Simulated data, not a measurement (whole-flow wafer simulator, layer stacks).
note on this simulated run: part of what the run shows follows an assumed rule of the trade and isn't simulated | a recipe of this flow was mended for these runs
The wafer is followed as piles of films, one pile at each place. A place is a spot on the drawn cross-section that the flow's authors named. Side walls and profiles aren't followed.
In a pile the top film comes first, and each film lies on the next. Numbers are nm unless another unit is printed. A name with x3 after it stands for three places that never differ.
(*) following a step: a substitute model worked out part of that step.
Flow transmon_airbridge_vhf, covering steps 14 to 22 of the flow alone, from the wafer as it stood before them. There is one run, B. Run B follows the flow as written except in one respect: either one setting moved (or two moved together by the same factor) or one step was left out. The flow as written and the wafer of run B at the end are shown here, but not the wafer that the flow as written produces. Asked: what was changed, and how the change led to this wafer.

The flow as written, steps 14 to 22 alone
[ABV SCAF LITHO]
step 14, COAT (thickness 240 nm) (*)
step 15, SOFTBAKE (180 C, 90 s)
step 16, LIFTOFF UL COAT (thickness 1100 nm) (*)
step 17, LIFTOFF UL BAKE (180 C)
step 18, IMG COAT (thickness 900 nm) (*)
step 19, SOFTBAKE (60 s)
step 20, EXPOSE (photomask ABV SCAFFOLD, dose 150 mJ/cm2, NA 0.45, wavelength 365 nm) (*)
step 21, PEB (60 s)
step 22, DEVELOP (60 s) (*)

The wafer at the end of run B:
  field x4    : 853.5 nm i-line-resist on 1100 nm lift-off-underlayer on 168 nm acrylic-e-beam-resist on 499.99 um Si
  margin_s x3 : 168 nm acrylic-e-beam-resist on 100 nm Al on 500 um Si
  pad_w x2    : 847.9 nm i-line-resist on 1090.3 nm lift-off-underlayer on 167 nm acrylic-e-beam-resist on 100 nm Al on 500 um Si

The reason: step 14, COAT: thickness 168 nm was run, whereas the flow has thickness 240 nm.
The wafer lets one read it off: field x4 has acrylic-e-beam-resist 168, and step 14 as written asks for 240 nm.

Step by step, how the change led to this:
  step 14, COAT (thickness 240 nm) (*)
      field x4, trace_open_s x2, margin_s x3: acrylic-e-beam-resist gains 168 (new film) (in the flow as written it would be: acrylic-e-beam-resist gains 240 (new film))
      pad_w x2: acrylic-e-beam-resist gains 167 (new film) (in the flow as written it would be: acrylic-e-beam-resist gains 239.3 (new film))
      (and at 6 other places as well)
